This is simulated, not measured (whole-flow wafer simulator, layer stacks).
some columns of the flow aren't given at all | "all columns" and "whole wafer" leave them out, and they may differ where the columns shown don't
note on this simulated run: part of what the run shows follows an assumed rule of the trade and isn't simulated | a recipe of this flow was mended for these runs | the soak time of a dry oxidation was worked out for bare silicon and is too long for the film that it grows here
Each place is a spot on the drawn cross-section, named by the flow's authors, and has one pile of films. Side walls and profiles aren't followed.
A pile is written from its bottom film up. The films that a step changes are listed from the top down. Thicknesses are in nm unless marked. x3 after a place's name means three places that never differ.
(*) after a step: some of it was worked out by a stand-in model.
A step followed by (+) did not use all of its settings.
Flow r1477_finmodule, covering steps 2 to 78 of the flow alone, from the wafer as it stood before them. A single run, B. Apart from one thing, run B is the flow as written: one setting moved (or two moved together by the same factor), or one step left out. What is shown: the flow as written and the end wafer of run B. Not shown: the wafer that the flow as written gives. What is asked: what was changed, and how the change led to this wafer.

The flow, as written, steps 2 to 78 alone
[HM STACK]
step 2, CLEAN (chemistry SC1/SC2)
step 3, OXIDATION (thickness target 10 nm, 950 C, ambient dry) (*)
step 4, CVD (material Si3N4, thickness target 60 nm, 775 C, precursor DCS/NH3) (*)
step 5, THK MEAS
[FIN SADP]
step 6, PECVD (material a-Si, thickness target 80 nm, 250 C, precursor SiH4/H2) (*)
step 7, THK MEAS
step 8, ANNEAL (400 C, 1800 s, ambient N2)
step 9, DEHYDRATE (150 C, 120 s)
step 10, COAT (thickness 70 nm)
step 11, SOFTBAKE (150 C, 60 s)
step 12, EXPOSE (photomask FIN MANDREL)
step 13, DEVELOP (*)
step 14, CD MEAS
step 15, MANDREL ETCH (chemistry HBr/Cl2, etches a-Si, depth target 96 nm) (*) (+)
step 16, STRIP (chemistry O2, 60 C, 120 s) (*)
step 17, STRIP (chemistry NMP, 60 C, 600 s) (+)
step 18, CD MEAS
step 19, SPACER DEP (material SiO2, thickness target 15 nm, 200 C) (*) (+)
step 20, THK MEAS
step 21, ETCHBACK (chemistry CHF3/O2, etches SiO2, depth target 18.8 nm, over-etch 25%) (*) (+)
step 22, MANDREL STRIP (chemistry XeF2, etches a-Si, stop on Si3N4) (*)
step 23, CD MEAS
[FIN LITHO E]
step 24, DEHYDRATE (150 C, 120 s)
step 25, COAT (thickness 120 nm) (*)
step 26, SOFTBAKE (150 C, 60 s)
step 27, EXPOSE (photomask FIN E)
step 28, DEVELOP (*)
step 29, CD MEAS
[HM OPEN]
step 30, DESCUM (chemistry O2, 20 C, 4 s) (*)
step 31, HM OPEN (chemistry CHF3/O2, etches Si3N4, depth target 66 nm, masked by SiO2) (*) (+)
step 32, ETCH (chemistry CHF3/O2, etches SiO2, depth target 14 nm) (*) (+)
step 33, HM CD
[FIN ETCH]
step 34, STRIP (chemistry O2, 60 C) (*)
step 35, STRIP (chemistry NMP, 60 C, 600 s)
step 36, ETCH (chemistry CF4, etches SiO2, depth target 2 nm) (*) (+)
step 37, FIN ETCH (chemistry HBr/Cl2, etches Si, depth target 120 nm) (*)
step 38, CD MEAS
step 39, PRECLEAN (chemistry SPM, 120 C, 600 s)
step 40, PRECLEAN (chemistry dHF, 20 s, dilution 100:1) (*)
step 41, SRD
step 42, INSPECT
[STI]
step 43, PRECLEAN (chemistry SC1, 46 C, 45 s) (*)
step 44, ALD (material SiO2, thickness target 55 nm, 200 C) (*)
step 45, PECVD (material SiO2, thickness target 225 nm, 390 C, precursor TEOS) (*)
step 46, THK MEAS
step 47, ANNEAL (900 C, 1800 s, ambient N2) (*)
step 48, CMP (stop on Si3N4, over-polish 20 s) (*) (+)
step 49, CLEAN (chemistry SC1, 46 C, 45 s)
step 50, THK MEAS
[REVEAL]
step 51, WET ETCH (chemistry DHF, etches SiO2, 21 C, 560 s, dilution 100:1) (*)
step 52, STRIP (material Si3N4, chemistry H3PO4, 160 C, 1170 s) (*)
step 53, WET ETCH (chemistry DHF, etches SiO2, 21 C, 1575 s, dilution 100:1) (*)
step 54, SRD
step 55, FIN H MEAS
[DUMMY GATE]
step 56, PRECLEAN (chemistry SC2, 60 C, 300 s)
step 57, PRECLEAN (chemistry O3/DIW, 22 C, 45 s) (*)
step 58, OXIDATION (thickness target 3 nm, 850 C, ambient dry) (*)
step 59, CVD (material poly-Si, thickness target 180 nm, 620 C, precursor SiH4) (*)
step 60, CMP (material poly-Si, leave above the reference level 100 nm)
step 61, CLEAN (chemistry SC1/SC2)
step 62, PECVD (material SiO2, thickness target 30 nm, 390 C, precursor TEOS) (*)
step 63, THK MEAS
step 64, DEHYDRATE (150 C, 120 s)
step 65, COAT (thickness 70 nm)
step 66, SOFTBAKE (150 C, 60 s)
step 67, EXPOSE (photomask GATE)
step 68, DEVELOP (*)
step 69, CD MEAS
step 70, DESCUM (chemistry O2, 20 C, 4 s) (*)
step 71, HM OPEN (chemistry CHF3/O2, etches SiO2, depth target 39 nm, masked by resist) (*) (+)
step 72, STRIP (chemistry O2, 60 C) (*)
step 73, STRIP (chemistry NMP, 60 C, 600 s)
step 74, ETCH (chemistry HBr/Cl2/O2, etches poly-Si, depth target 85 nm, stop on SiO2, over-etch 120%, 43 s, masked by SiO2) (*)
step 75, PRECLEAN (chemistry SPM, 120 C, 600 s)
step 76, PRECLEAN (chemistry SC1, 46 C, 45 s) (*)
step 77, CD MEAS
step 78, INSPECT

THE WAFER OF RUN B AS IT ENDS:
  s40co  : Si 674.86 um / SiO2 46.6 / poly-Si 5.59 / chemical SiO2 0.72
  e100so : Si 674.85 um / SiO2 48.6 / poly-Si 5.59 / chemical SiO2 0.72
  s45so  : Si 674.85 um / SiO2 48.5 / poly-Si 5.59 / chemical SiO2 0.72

What caused this: step 4, CVD: 688 C was run, though the flow has 775 C.

The path from the change to this, step by step:
  step 4, CVD (material Si3N4, thickness target 60 nm, 775 C, precursor DCS/NH3) (*)
      pad, padg, elg and 33 more: Si3N4 gains 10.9 (new film) (as written it would have been: Si3N4 gains 60 (new film))
  step 31, HM OPEN (chemistry CHF3/O2, etches Si3N4, depth target 66 nm, masked by SiO2) (*) (+)
      pad, padg, esg and 13 more: Si3N4 loses 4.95 (all of it), SiO2 loses 10 (all of it), Si loses 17 (as written it would have been: Si3N4 loses 54.1 (all of it), SiO2 loses 5.95)
      s40cg, s45cg, s50cg, s40co, s45co, s50co: Si3N4 loses 10.9 (all of it), SiO2 loses 10 (all of it), Si loses 15 (as written it would have been: Si3N4 loses 60 (all of it), SiO2 loses 3)
  step 32, ETCH (chemistry CHF3/O2, etches SiO2, depth target 14 nm) (*) (+)
      e100sg, s40sg, e100so, s40so: Si loses 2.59 (as written it would have been: SiO2 loses 4.05 (all of it), Si loses 1.99)
      pad, padg: Si loses 2.8 (as written it would have been: SiO2 loses 4.05 (all of it), Si loses 1.99)
      (and at 16 other places as well)
  step 37, FIN ETCH (chemistry HBr/Cl2, etches Si, depth target 120 nm) (*)
      elg, e40lg, e100lg, e200lg, elo, e40lo, e100lo, e200lo: Si3N4 loses 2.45 (all of it), SiO2 loses 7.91 (as written it would have been: Si3N4 loses 17.1)
  step 40, PRECLEAN (chemistry dHF, 20 s, dilution 100:1) (*)
      elg, e40lg, e100lg, e200lg, elo, e40lo, e100lo, e200lo: SiO2 loses 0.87 (as written it would have been: Si3N4 loses 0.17)
  step 44, ALD (material SiO2, thickness target 55 nm, 200 C) (*)
      elg, e40lg, e100lg, e200lg, elo, e40lo, e100lo, e200lo: SiO2 gains 55 (as written it would have been: SiO2 gains 55 (new film))
      s40sg, s45sg, s50sg, s40so, s45so, s50so: SiO2 gains 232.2 (new film) (as written it would have been: SiO2 gains 263.8 (new film))
      (and at 14 other places as well)
  step 48, CMP (stop on Si3N4, over-polish 20 s) (*) (+)
      elg, e40lg, e100lg, e200lg, elo, e40lo, e100lo, e200lo: SiO2 loses 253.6 (as written it would have been: SiO2 loses 247.6)
      esg, e40sg, e100sg, e200sg, eso, e40so, e100so, e200so: SiO2 loses 253.7 (as written it would have been: SiO2 loses 247.6)
      (and at 2 other places as well)
  step 51, WET ETCH (chemistry DHF, etches SiO2, 21 C, 560 s, dilution 100:1) (*)
      elg, e40lg, e100lg, e200lg, elo, e40lo, e100lo, e200lo: SiO2 loses 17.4 (all of it) (as written it would have been: SiO2 loses 22.3 (all of it), Si3N4 loses 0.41)
  step 52, STRIP (material Si3N4, chemistry H3PO4, 160 C, 1170 s) (*)
      elg, e40lg, e100lg, e200lg, elo, e40lo, e100lo, e200lo: chemical SiO2 gains 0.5 (new film), Si loses 0.22 (as written it would have been: Si3N4 loses 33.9 (all of it), SiO2 loses 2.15)
      s40sg_line, s45sg_line, s50sg_line, s40so_line, s45so_line, s50so_line: Si3N4 loses 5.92 (all of it), SiO2 loses 3.02 (as written it would have been: Si3N4 loses 55.1 (all of it), SiO2 loses 1.49)
  step 53, WET ETCH (chemistry DHF, etches SiO2, 21 C, 1575 s, dilution 100:1) (*)
      elg, e40lg, e100lg, e200lg, elo, e40lo, e100lo, e200lo: chemical SiO2 loses 0.5 (all of it) (as written it would have been: SiO2 loses 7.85 (all of it))
      s40sg_line, s45sg_line, s50sg_line, s40so_line, s45so_line, s50so_line: SiO2 loses 6.98 (all of it) (as written it would have been: SiO2 loses 8.51 (all of it))
  step 59, CVD (material poly-Si, thickness target 180 nm, 620 C, precursor SiH4) (*)
      s40cg, s40sg, s45cg and 9 more: poly-Si gains 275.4 (new film) (as written it would have been: poly-Si gains 226.3 (new film))
      esg, e40sg, e100sg, eso, e40so, e100so: poly-Si gains 275.2 (new film) (as written it would have been: poly-Si gains 226.3 (new film))
      (and at 2 other places as well)
  step 60, CMP (material poly-Si, leave above the reference level 100 nm)
      pad, padg: nothing (as written it would have been: poly-Si loses 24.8)
      e200sg, e200so: poly-Si loses 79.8 (as written it would have been: poly-Si loses 72.9)
  step 74, ETCH (chemistry HBr/Cl2/O2, etches poly-Si, depth target 85 nm, stop on SiO2, over-etch 120%, 43 s, masked by SiO2) (*)
      eso, e40so, e100so and 7 more: chemical SiO2 loses 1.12 (all of it), poly-Si loses 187 (as written it would have been: chemical SiO2 loses 1.12 (all of it), poly-Si loses 143.9 (all of it), SiO2 loses 0.22)
      pad: chemical SiO2 loses 1.12 (all of it), poly-Si loses 177.6 (all of it) (as written it would have been: chemical SiO2 loses 1.12 (all of it), poly-Si loses 152.8 (all of it), SiO2 loses 0.17)
  step 75, PRECLEAN (chemistry SPM, 120 C, 600 s)
      eso, e40so, e100so and 7 more: chemical SiO2 gains 0.8 (new film), poly-Si loses 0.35 (as written it would have been: nothing)
